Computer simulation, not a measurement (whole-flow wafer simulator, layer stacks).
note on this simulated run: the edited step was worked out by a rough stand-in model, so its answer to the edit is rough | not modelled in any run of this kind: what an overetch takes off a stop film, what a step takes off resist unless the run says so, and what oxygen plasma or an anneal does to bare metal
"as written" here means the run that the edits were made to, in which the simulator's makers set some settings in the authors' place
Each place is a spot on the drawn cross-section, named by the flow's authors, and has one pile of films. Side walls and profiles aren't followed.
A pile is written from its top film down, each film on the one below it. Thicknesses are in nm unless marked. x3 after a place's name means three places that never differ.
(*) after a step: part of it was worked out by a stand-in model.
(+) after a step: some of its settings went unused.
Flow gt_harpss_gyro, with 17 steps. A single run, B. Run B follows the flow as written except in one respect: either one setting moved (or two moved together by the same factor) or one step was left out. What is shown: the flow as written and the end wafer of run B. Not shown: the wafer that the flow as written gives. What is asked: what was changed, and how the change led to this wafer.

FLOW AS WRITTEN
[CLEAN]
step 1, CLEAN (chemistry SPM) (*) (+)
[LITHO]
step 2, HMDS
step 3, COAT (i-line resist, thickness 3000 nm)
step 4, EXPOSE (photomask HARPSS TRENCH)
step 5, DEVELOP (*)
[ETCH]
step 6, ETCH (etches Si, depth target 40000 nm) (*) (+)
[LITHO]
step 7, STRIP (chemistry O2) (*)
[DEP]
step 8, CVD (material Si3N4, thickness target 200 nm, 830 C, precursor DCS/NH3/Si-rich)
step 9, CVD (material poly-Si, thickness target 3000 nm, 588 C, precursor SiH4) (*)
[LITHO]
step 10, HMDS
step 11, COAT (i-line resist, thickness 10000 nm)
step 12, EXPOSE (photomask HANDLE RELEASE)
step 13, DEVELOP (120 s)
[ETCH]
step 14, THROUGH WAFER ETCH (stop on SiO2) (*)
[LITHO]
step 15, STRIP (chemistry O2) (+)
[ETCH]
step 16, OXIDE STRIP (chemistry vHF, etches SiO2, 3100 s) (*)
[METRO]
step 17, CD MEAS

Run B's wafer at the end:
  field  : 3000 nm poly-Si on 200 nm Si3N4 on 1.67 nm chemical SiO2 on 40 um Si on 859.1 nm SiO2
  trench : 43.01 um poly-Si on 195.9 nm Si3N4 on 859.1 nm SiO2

Cause: step 16, OXIDE STRIP: 1472 s was run, though the flow has 3100 s.

The path from the change to this, step by step:
  step 16, OXIDE STRIP (chemistry vHF, etches SiO2, 3100 s) (*)
      field: under 4 films: SiO2 loses 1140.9 (in the flow as written it would be: under 4 films: SiO2 loses 2000 (all of it))
      trench: under 2 films: SiO2 loses 1140.9 (in the flow as written it would be: under 2 films: SiO2 loses 2000 (all of it))
